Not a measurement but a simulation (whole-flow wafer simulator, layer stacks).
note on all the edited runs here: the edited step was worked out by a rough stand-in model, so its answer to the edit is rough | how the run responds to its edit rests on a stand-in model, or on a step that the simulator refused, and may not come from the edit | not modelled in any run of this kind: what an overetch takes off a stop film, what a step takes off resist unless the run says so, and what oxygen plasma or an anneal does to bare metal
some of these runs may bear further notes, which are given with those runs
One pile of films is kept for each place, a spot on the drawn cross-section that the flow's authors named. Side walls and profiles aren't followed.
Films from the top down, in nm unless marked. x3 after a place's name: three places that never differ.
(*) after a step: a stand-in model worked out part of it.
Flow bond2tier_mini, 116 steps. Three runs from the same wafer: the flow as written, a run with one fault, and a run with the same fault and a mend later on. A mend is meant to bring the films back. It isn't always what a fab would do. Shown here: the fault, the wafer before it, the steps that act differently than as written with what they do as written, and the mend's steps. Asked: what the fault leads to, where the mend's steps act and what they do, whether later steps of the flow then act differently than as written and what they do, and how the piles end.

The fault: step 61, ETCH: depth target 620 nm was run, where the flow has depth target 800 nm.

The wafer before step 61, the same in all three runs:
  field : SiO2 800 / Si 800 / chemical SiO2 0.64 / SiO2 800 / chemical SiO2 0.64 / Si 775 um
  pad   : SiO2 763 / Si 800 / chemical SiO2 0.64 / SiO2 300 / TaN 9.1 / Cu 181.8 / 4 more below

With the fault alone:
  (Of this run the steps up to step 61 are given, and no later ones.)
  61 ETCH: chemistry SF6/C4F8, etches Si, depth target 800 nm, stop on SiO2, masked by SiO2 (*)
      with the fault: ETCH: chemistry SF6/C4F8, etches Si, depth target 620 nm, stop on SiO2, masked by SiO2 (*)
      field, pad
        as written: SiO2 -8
        with the fault: SiO2 -6.2
  After step 61 the piles differ from the flow's only slightly at the places that both follow, by at most 2% or 0.5 nm, whichever is larger.

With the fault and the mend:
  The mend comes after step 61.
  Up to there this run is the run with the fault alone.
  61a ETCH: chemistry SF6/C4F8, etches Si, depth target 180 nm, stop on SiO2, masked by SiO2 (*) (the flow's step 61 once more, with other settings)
      field, pad
        SiO2 -1.8
  No later step of the flow acts differently than as written at any place that is followed.
  At the end the piles are the same as the flow's at every place that both follow.
